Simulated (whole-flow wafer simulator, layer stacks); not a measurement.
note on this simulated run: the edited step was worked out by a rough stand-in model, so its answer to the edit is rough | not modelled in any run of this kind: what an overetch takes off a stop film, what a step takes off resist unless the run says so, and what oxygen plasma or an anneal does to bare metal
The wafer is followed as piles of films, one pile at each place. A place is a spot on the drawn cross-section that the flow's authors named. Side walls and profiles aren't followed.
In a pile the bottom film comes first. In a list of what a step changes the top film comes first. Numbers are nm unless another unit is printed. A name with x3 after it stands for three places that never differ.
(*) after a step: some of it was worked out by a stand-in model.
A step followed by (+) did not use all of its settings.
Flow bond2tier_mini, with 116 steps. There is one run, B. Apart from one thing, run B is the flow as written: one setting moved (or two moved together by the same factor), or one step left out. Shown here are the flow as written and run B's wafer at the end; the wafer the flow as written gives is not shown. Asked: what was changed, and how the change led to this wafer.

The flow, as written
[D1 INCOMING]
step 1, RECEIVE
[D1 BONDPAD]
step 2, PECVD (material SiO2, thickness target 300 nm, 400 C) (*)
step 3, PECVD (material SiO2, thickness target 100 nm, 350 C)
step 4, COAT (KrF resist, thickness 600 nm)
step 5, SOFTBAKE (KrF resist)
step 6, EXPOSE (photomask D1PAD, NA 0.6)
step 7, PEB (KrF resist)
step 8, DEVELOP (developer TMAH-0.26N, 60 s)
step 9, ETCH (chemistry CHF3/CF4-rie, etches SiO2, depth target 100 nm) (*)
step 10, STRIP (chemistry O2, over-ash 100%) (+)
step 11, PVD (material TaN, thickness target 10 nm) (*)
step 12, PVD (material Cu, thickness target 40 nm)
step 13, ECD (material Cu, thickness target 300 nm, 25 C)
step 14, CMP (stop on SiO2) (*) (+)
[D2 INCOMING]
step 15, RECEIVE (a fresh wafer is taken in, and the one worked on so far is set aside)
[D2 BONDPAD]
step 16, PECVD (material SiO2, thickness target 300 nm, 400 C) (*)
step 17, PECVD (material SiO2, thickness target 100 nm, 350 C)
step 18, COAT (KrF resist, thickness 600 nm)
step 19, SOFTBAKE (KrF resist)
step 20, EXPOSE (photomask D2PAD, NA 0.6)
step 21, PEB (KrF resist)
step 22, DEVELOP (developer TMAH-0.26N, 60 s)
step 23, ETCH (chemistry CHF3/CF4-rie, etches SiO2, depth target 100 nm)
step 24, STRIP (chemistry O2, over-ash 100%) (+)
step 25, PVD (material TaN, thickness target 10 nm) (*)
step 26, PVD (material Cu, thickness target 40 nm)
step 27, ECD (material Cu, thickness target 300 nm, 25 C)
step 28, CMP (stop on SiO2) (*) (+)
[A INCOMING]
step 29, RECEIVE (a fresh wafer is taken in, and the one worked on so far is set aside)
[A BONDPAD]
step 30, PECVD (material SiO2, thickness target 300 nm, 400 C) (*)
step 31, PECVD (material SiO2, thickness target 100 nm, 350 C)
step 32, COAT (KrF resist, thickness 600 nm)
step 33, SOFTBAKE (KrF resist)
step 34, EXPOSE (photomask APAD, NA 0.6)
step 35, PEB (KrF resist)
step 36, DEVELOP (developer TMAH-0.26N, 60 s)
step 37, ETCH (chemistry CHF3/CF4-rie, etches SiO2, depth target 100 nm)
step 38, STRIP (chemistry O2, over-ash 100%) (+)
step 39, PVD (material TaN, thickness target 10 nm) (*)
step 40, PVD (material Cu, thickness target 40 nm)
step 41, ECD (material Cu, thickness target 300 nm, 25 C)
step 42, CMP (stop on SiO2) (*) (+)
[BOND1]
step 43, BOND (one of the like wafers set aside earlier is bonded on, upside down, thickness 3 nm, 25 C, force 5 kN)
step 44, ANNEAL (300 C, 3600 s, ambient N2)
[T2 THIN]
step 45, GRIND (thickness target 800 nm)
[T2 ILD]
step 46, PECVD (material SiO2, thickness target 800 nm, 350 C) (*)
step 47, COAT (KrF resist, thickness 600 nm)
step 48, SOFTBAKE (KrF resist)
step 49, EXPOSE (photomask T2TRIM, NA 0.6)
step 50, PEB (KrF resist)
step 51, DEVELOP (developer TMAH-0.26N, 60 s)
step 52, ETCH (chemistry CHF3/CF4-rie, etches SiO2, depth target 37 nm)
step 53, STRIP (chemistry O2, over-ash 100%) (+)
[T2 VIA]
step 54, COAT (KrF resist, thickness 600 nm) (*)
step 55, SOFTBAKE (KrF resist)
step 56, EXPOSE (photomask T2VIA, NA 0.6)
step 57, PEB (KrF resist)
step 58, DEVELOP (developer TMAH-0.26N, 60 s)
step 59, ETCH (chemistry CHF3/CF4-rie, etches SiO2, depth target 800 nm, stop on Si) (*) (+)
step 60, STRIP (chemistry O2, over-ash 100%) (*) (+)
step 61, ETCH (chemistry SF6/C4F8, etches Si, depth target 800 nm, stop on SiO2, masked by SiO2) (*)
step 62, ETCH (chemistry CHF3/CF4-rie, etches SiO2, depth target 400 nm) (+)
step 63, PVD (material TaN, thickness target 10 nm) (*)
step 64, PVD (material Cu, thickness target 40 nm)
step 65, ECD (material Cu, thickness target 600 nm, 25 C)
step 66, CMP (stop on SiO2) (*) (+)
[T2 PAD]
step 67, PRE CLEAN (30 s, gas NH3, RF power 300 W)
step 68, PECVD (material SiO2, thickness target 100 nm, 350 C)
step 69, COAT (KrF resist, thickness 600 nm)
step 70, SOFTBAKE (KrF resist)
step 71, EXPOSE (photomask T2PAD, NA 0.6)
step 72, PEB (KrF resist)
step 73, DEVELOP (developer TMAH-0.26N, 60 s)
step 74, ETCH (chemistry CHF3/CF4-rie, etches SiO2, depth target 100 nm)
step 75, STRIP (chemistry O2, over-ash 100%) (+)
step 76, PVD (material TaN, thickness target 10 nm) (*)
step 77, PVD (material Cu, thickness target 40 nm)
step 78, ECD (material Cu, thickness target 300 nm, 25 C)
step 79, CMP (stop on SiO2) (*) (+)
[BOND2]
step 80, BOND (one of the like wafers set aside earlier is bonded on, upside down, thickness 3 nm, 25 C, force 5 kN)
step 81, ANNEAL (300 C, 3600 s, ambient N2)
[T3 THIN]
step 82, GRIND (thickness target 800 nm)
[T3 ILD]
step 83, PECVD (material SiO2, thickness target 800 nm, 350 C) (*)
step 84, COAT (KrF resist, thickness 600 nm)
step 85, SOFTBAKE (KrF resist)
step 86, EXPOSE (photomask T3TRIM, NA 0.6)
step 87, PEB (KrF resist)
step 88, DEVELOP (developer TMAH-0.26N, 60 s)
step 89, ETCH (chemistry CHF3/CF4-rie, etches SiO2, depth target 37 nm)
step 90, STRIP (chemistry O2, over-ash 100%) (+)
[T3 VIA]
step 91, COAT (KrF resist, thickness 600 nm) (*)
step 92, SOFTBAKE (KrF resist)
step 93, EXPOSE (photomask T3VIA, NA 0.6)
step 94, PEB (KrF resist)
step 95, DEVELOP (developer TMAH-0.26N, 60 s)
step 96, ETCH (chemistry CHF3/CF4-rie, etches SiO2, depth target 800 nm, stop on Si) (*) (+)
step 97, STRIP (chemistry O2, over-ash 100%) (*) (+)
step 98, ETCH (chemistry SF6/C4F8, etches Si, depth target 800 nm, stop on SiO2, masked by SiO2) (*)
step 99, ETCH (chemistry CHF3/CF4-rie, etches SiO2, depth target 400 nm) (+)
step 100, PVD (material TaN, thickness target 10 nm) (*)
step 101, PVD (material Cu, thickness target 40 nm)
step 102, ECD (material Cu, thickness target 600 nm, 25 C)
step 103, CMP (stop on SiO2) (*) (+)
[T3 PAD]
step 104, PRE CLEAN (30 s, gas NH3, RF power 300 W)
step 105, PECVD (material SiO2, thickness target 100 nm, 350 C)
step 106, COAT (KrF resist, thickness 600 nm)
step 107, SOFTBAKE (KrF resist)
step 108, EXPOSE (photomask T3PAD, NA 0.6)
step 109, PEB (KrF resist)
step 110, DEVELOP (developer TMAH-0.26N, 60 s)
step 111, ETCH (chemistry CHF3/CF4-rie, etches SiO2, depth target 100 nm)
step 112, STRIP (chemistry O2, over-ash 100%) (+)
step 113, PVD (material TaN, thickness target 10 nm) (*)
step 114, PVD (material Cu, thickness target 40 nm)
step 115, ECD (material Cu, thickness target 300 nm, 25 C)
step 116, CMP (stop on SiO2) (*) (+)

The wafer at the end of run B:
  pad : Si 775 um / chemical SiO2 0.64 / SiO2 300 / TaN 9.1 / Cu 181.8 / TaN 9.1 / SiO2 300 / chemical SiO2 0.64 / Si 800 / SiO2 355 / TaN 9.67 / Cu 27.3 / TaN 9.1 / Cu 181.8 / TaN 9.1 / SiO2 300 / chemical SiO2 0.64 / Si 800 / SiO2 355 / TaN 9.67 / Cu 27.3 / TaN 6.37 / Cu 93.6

What caused this: step 113, PVD: thickness target 7 nm was run, though the flow has thickness target 10 nm.

Step by step, how the change led to this:
  step 113, PVD (material TaN, thickness target 10 nm) (*)
      field: +7 TaN (new film) (it would be, as written: +10 TaN (new film))
      pad: +6.37 TaN (new film) (it would be, as written: +9.1 TaN (new film))
  step 116, CMP (stop on SiO2) (*) (+)
      field: -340 Cu (all of it), -7 TaN (all of it) (it would be, as written: -340 Cu (all of it), -10 TaN (all of it))
